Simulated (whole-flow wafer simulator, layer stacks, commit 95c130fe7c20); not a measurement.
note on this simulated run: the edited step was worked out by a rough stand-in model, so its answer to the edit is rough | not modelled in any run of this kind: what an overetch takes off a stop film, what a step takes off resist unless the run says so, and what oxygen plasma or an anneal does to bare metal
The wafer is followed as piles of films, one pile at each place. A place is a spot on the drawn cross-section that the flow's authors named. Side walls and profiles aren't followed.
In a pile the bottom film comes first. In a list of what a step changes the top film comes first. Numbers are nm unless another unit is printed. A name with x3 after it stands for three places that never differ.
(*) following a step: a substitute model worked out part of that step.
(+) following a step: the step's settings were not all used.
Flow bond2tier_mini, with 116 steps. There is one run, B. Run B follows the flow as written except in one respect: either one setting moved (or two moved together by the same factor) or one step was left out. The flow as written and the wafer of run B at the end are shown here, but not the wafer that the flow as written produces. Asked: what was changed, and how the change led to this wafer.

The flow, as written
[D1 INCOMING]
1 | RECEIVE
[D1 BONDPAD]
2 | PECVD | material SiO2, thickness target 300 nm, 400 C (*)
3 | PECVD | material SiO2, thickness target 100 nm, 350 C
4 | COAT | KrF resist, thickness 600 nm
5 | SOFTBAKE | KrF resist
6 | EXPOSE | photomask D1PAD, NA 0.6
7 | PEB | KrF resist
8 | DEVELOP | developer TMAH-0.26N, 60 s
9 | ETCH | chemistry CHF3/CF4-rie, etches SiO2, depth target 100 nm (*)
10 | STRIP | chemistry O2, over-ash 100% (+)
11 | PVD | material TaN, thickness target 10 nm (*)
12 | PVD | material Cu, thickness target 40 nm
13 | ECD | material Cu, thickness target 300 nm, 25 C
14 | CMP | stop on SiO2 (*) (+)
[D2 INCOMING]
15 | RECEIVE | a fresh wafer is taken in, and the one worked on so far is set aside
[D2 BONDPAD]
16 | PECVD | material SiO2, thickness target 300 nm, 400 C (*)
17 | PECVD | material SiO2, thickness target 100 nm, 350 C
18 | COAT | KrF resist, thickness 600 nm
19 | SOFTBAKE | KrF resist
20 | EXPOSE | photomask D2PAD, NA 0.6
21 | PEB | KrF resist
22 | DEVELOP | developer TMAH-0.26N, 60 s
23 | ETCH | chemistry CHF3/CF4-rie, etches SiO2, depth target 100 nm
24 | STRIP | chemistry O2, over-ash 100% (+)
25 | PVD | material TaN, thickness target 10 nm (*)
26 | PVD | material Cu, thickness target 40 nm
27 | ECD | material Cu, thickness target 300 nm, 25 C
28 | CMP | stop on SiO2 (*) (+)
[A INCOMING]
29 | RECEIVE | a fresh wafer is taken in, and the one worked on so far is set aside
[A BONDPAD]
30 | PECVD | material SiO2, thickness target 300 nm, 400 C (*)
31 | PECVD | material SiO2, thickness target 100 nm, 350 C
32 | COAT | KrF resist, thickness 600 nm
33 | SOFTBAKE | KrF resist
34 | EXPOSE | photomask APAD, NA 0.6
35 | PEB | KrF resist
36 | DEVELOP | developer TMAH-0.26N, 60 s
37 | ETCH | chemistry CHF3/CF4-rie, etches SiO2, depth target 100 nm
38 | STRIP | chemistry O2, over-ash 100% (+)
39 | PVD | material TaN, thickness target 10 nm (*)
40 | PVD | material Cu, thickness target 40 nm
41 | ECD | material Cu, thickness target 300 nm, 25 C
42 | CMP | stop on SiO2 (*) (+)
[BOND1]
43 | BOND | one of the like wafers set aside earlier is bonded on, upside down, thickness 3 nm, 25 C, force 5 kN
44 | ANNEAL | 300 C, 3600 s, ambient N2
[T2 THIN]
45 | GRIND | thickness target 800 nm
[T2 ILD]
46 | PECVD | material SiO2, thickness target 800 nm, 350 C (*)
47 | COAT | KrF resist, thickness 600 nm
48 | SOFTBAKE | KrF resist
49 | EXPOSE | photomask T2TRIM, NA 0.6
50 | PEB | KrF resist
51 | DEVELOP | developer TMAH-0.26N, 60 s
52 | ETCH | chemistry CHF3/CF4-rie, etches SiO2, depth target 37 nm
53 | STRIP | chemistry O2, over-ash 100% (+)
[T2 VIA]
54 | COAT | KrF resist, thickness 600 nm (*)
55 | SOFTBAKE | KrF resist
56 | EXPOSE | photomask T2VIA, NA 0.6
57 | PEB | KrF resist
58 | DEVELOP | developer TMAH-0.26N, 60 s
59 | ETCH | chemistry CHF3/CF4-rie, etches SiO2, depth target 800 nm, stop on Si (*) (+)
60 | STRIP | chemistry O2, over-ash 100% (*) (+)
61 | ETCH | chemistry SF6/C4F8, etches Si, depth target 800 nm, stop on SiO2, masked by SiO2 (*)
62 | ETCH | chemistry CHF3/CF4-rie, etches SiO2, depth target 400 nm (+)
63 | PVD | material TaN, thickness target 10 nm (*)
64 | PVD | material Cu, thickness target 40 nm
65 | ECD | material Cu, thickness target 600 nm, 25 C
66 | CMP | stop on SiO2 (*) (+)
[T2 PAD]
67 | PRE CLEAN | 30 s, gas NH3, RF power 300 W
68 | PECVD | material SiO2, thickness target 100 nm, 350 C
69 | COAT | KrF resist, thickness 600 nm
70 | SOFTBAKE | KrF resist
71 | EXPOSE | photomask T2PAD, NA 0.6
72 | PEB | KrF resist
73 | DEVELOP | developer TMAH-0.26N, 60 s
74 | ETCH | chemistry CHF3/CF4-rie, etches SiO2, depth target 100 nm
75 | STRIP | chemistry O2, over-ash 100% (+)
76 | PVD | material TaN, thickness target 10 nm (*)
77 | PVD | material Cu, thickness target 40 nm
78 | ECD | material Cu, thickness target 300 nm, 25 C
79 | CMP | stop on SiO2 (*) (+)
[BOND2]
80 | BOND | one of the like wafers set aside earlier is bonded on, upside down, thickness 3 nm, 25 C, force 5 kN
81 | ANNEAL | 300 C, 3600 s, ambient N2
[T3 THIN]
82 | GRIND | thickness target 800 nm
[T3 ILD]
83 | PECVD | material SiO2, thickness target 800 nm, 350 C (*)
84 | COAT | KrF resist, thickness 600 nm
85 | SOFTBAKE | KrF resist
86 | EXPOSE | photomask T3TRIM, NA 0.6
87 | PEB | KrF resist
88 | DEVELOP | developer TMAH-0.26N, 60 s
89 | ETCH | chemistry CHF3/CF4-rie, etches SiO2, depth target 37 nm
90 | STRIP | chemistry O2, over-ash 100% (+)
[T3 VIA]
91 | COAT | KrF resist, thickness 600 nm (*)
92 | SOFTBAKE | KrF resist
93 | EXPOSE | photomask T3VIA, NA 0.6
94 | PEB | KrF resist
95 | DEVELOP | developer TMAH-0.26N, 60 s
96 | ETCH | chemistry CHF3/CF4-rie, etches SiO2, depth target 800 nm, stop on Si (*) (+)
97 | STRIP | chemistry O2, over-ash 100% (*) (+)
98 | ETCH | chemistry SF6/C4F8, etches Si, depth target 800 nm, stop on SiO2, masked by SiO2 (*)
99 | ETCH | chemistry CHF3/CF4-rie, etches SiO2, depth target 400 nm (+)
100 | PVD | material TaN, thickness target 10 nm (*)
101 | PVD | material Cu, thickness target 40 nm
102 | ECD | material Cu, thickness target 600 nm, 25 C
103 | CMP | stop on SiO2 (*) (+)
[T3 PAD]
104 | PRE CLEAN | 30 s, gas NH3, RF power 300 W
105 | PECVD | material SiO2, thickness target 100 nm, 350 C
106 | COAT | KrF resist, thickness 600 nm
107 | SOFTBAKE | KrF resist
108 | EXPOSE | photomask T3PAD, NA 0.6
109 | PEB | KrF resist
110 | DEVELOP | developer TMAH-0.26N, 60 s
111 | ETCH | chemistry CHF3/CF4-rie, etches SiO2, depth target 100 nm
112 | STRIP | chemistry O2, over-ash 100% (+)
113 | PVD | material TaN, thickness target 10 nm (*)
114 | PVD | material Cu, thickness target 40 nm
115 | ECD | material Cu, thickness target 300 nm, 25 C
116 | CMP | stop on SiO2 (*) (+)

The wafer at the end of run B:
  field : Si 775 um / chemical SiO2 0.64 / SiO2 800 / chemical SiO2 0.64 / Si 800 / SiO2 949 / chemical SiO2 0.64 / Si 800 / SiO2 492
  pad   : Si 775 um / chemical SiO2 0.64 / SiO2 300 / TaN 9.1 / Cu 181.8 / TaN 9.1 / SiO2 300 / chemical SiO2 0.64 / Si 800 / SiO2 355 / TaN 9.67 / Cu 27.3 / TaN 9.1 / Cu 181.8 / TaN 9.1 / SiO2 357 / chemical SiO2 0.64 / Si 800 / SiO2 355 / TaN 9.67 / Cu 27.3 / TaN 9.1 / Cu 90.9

What caused this: step 16, PECVD: thickness target 357 nm was run, whereas the flow has thickness target 300 nm.
The wafer itself shows it: pad has SiO2 357, and step 16 as written asks for 300 nm.

How this came from the change, step by step:
  16 | PECVD | material SiO2, thickness target 300 nm, 400 C (*)
      field, pad, via: +357 SiO2 (new film) (it would be, as written: +300 SiO2 (new film))
  80 | BOND | one of the like wafers set aside earlier is bonded on, upside down, thickness 3 nm, 25 C, force 5 kN
      field: +775 um Si (new film), +0.64 chemical SiO2 (new film), +457 SiO2 (it would be, as written: +775 um Si (new film), +0.64 chemical SiO2 (new film), +400 SiO2)
      pad: +775 um Si (new film), +0.64 chemical SiO2 (new film), +357 SiO2 (new film), +9.1 TaN (new film), +90.9 Cu (it would be, as written: +775 um Si (new film), +0.64 chemical SiO2 (new film), +300 SiO2 (new film), +9.1 TaN (new film), +90.9 Cu)
